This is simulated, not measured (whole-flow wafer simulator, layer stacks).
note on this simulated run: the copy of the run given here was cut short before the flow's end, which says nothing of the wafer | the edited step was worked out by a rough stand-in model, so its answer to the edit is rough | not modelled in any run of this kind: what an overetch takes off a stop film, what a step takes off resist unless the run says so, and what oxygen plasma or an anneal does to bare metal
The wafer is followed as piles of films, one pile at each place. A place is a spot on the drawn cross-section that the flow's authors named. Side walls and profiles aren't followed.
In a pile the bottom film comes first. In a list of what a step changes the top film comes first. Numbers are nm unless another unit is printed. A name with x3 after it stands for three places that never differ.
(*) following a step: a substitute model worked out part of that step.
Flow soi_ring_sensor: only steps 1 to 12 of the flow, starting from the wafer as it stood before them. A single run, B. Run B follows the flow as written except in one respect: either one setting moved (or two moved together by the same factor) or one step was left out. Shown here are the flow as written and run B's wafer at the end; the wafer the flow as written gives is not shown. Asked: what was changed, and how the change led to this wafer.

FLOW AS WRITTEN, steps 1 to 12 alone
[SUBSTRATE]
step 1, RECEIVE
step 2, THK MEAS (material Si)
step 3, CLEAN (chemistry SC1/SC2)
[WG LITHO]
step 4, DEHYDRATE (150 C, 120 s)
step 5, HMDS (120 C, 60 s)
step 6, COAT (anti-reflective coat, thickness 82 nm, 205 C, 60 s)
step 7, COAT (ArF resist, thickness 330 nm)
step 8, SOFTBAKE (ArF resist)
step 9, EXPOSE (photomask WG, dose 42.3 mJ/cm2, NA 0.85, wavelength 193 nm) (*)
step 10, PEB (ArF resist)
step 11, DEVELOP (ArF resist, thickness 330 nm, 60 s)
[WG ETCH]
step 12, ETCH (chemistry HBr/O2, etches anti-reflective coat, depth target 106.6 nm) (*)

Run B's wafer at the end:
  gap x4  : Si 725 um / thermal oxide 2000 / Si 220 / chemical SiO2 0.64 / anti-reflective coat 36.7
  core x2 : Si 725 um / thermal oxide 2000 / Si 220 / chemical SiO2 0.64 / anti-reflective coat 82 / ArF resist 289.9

Cause: step 12, ETCH: depth target 45.3 nm was run, though the flow has depth target 106.6 nm.

How this came from the change, step by step:
  step 12, ETCH (chemistry HBr/O2, etches anti-reflective coat, depth target 106.6 nm) (*)
      gap x4: -45.3 anti-reflective coat (in the flow as written it would be: -82 anti-reflective coat (all of it), -0.64 chemical SiO2 (all of it))
      core x2: -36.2 ArF resist (in the flow as written it would be: -85.3 ArF resist)
